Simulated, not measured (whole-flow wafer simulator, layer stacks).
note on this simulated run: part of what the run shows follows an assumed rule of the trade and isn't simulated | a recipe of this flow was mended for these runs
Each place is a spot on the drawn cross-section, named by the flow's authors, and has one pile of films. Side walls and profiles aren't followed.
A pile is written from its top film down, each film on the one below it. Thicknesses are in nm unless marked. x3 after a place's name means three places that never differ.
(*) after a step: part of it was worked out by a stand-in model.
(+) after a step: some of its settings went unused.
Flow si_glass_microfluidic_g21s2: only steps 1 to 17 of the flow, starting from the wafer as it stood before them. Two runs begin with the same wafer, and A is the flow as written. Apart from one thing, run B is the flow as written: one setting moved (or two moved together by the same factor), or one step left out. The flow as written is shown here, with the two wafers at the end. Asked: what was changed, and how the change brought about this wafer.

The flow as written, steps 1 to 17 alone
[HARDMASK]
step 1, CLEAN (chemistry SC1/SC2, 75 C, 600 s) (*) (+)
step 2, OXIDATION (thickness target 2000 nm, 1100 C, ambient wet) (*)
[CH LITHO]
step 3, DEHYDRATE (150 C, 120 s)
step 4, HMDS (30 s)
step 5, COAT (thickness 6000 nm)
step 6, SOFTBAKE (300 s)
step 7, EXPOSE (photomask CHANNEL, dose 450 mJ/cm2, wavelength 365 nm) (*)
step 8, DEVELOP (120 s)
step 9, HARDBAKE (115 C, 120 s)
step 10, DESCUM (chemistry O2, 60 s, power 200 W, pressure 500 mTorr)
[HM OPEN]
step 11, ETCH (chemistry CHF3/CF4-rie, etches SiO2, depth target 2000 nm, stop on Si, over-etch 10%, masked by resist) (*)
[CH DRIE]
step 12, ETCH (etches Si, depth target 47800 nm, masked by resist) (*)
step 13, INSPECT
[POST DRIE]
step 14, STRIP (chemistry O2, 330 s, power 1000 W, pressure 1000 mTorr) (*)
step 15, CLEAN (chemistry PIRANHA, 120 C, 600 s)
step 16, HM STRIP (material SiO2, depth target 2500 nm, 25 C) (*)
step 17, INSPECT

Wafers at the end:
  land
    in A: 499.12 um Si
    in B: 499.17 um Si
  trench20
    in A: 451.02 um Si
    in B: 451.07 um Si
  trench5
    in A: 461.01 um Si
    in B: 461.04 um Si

What caused this: step 2, OXIDATION: 1077 C was run, though the flow has 1100 C.

The path from the change to this, step by step:
  step 2, OXIDATION (thickness target 2000 nm, 1100 C, ambient wet) (*)
      land, trench20, trench5, trench200: A +2000 SiO2 (new film), -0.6 chemical SiO2 (all of it), -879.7 Si | B +1865.9 SiO2 (new film), -0.6 chemical SiO2 (all of it), -820.7 Si
  step 11, ETCH (chemistry CHF3/CF4-rie, etches SiO2, depth target 2000 nm, stop on Si, over-etch 10%, masked by resist) (*)
      trench20, trench5, trench200: A -2000 SiO2 (all of it), -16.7 Si | B -1865.9 SiO2 (all of it), -27.8 Si
      land: A -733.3 thick-i-line-resist | B -684.1 thick-i-line-resist
  step 12, ETCH (etches Si, depth target 47800 nm, masked by resist) (*)
      trench5: A -38.09 um Si | B -38.11 um Si
      trench200: A -54.08 um Si | B -54.06 um Si
  step 16, HM STRIP (material SiO2, depth target 2500 nm, 25 C) (*)
      land: A -2000 SiO2 (all of it) | B -1865.9 SiO2 (all of it)
